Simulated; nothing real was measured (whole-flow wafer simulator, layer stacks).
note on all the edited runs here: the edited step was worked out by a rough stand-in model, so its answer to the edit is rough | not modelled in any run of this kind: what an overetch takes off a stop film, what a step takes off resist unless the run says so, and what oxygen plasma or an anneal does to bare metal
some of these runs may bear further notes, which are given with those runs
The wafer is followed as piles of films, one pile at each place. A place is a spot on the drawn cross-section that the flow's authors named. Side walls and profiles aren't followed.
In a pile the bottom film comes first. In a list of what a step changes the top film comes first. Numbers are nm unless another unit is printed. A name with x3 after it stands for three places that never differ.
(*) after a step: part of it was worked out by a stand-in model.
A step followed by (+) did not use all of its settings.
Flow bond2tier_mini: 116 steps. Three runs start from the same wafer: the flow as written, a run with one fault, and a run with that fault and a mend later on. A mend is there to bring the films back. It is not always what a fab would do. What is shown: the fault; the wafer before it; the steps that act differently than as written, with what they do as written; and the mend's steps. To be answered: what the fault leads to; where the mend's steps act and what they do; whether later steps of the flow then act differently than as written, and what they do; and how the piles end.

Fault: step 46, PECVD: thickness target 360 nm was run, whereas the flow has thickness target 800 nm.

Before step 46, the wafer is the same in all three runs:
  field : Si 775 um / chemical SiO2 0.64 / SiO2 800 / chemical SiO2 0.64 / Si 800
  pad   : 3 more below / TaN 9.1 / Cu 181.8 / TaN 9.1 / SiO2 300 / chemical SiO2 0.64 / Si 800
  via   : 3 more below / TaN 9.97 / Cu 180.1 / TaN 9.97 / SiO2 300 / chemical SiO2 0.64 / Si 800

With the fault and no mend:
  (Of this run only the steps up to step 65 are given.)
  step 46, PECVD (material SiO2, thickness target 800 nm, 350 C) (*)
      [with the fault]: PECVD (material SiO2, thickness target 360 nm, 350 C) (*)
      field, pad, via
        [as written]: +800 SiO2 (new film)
        [with the fault]: +360 SiO2 (new film)
  Steps later in the flow that act otherwise than as written (1 other step is not shown; it differs only slightly, by no more than 2% or 0.5 nm, whichever is larger):
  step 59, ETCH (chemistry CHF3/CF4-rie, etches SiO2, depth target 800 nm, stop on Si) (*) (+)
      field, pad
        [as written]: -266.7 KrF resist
        [with the fault]: -161.5 KrF resist
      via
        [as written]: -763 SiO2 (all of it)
        [with the fault]: -323 SiO2 (all of it)
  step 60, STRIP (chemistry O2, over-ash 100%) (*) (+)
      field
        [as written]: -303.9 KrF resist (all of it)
        [with the fault]: -409.1 KrF resist (all of it)
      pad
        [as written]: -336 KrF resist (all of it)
        [with the fault]: -441.1 KrF resist (all of it)
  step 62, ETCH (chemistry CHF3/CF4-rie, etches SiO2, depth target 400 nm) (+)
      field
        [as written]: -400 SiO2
        [with the fault]: -352 SiO2 (all of it), -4 Si
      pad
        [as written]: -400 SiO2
        [with the fault]: -315 SiO2 (all of it), -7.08 Si
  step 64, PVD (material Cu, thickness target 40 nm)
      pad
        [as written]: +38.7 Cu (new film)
        [with the fault]: +40 Cu (new film)
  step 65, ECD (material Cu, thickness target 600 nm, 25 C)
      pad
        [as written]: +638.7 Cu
        [with the fault]: +603.1 Cu
  The piles after step 65 differ from the flow's at field, pad by more than 2% or 0.5 nm, whichever is larger.
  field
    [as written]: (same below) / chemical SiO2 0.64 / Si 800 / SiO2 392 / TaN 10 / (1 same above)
    [with the fault]: (same below) / chemical SiO2 0.64 / Si 796 / TaN 10 / (1 same above)
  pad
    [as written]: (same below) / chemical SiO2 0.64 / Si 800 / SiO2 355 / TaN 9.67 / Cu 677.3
    [with the fault]: (same below) / chemical SiO2 0.64 / Si 792.9 / TaN 10 / Cu 643.1

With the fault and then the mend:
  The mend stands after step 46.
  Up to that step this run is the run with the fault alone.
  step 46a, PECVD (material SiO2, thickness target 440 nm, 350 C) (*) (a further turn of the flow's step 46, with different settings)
      field, pad, via
        +440 SiO2
  Later steps of the flow that are run all act as written at every place that is followed.
  By the end, the piles equal the flow's at every place that both follow.
